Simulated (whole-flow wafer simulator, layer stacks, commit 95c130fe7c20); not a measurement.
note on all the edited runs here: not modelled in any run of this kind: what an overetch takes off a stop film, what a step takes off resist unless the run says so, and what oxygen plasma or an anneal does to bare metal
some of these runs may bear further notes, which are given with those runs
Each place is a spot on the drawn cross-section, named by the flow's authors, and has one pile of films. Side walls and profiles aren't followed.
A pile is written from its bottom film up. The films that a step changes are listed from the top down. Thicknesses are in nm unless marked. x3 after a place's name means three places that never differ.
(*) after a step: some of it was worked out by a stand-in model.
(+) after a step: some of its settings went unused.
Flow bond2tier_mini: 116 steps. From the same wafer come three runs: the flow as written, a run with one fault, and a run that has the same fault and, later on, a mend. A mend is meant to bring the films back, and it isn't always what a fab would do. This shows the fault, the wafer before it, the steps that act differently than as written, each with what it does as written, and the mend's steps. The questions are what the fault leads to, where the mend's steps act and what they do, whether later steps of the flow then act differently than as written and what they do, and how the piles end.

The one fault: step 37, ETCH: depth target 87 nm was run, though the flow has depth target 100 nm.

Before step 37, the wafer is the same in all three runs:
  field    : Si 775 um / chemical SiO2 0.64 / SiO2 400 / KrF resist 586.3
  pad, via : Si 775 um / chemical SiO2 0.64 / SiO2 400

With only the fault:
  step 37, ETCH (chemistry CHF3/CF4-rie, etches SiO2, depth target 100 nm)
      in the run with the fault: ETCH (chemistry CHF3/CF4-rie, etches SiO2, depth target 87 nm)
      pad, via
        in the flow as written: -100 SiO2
        in the run with the fault: -87 SiO2
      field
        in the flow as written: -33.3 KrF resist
        in the run with the fault: -29 KrF resist
  Steps later in the flow that act otherwise than as written (not shown: 3 more steps that differ only slightly, by at most 2% or 0.5 nm, whichever is larger):
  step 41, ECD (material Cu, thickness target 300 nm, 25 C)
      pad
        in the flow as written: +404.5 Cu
        in the run with the fault: +390.9 Cu
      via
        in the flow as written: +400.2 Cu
        in the run with the fault: +387.1 Cu
  By the end, the piles at pad depart from the flow's by more than 2% or 0.5 nm, whichever is larger.
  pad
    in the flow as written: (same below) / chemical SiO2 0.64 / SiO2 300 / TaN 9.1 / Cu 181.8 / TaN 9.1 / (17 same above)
    in the run with the fault: (same below) / chemical SiO2 0.64 / SiO2 313 / TaN 9.22 / Cu 168.7 / TaN 9.1 / (17 same above)

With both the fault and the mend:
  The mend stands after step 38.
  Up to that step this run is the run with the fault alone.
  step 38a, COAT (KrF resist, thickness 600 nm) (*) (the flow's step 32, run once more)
      field
        +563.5 KrF resist (new film)
      pad
        +638.2 KrF resist (new film)
      via
        +633.1 KrF resist (new film)
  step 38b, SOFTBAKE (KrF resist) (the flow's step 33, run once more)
      leaves every film unchanged at each place that is followed
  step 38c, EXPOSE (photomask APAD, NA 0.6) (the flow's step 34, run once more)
      leaves every film unchanged at each place that is followed
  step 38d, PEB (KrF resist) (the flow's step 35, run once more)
      leaves every film unchanged at each place that is followed
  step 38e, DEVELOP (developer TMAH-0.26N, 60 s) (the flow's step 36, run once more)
      field
        -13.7 KrF resist
      pad
        -638.2 KrF resist (all of it)
      via
        -633.1 KrF resist (all of it)
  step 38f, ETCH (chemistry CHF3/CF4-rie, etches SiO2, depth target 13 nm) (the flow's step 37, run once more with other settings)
      pad, via
        -13 SiO2
      field
        -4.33 KrF resist
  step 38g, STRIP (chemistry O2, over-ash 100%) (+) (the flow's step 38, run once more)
      field
        -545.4 KrF resist (all of it)
  Every later step of the flow that is run acts as written at every place that is followed.
  The piles end the same as the flow's at every place that both follow.
